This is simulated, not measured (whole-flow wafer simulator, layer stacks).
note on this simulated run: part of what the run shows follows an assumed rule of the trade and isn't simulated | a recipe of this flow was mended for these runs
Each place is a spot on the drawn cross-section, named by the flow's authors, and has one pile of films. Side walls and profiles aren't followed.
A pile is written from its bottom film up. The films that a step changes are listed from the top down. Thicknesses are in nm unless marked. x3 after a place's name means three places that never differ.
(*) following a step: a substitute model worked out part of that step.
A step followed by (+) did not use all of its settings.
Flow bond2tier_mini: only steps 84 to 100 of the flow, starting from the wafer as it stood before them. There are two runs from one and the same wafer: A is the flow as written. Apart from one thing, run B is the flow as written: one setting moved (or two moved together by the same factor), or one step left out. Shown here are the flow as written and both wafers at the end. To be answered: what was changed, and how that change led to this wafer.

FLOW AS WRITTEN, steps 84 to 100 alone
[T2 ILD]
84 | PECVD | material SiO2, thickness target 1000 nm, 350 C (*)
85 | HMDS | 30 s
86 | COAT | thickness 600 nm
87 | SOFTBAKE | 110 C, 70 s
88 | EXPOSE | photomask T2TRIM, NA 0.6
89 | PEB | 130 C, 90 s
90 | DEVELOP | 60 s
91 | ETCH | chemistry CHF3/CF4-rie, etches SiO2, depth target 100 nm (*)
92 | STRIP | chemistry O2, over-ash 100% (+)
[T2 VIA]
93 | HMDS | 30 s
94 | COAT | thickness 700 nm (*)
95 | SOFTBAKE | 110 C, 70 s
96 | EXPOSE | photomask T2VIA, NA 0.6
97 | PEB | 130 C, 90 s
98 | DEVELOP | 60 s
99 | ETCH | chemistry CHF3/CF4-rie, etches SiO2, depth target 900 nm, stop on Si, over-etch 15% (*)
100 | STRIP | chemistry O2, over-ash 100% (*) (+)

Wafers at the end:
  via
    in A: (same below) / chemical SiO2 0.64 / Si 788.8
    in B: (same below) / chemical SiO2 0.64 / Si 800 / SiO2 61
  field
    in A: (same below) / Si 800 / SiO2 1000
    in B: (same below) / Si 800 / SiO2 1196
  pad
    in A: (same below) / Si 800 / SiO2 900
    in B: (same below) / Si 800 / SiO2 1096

The reason: step 84, PECVD: thickness target 1196 nm was run, while the flow as written has thickness target 1000 nm.
The wafer lets one read it off: field has SiO2 1196, and step 84 as written asks for 1000 nm.

Step by step, how the change led to this:
  84 | PECVD | material SiO2, thickness target 1000 nm, 350 C (*)
      field, pad, via: A +1000 SiO2 (new film) | B +1196 SiO2 (new film)
  99 | ETCH | chemistry CHF3/CF4-rie, etches SiO2, depth target 900 nm, stop on Si, over-etch 15% (*)
      via: A -900 SiO2 (all of it), -11.2 Si | B -1035 SiO2
